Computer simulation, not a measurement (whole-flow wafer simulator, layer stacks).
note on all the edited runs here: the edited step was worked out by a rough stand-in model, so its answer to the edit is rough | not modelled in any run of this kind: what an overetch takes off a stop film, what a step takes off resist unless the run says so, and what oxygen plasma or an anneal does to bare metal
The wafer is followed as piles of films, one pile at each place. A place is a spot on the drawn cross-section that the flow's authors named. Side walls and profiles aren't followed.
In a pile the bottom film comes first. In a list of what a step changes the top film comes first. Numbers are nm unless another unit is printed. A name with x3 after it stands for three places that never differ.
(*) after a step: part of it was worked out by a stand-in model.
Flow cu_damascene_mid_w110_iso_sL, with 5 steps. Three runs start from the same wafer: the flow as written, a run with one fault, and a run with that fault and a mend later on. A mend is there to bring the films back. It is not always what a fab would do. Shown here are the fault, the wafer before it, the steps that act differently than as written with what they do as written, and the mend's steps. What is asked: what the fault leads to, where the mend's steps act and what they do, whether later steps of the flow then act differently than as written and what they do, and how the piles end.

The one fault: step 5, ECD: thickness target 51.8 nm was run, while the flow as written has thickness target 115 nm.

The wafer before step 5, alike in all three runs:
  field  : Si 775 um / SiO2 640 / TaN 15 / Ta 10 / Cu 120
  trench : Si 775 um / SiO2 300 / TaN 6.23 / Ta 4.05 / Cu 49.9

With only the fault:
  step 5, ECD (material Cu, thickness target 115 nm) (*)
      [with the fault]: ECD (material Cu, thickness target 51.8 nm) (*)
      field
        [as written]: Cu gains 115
        [with the fault]: Cu gains 51.8
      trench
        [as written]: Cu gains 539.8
        [with the fault]: Cu gains 476.6
  Every later step of the flow that is run acts as written at every place that is followed.
  At field, trench, the piles at the end differ from the flow's by more than 2% or 0.5 nm, whichever is larger.
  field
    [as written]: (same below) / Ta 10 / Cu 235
    [with the fault]: (same below) / Ta 10 / Cu 171.8
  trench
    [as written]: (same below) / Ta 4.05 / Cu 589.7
    [with the fault]: (same below) / Ta 4.05 / Cu 526.5

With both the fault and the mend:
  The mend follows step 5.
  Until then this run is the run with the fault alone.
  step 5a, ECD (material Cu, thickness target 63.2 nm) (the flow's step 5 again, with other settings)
      field, trench
        Cu gains 63.2
  Every later step of the flow that is run acts as written at every place that is followed.
  At every place that both follow, the piles at the end match the flow's.
